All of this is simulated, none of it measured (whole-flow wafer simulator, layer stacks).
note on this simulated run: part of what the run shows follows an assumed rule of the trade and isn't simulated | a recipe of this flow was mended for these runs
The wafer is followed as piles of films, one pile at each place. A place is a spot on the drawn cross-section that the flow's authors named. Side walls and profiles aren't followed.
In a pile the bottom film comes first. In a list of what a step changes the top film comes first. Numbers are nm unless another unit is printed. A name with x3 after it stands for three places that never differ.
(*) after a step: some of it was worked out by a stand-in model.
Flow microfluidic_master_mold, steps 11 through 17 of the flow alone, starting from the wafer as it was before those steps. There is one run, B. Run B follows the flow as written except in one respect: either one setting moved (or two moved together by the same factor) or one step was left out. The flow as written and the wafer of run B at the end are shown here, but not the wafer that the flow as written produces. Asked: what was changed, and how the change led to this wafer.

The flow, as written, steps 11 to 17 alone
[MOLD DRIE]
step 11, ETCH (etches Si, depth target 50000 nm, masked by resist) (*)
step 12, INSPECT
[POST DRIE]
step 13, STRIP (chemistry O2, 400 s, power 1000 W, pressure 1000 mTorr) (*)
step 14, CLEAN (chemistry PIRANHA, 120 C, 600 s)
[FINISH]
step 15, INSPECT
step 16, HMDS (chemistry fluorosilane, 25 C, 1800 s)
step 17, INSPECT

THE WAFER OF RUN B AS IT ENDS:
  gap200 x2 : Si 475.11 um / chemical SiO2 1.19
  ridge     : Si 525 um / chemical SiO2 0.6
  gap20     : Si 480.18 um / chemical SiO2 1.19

Cause: step 13, STRIP: 90 s was run, whereas the flow has 400 s.

The path from the change to this, step by step:
  step 13, STRIP (chemistry O2, 400 s, power 1000 W, pressure 1000 mTorr) (*)
      ridge: -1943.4 thick-i-line-resist (as written it would have been: -5278.7 thick-i-line-resist (all of it), +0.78 chemical SiO2, -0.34 Si)
      gap20, gap50, gap200 x2: +1.19 chemical SiO2 (new film), -0.52 Si (as written it would have been: +1.72 chemical SiO2 (new film), -0.76 Si)
  step 14, CLEAN (chemistry PIRANHA, 120 C, 600 s)
      ridge: -3335.3 thick-i-line-resist (all of it) (as written it would have been: nothing)
